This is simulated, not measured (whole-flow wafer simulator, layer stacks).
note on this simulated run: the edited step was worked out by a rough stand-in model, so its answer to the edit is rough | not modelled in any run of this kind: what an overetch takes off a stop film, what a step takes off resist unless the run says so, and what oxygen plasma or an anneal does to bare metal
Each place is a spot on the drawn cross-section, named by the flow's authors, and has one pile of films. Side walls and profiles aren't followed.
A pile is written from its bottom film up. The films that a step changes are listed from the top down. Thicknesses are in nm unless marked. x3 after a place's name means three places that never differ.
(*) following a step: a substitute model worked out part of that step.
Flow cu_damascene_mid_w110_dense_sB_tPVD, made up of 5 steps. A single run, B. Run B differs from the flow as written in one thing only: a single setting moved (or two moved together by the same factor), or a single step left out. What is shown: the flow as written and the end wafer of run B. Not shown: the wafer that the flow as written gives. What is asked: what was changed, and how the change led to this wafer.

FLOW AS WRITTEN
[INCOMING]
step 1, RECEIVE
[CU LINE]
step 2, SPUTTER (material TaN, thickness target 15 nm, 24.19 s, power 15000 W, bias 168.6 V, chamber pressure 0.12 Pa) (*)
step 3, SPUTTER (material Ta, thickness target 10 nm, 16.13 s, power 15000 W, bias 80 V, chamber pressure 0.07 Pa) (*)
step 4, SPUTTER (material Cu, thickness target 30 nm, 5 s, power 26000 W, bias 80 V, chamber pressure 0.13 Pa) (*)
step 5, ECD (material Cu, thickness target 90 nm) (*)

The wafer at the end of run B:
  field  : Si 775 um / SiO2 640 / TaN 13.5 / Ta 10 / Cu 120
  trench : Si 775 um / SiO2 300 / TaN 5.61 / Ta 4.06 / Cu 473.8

The reason: step 2, SPUTTER: power 13520 W was run, whereas the flow has power 15000 W.

How this came from the change, step by step:
  step 2, SPUTTER (material TaN, thickness target 15 nm, 24.19 s, power 15000 W, bias 168.6 V, chamber pressure 0.12 Pa) (*)
      field: +13.5 TaN (new film) (as written it would have been: +15 TaN (new film))
      trench: +5.61 TaN (new film) (as written it would have been: +6.23 TaN (new film))
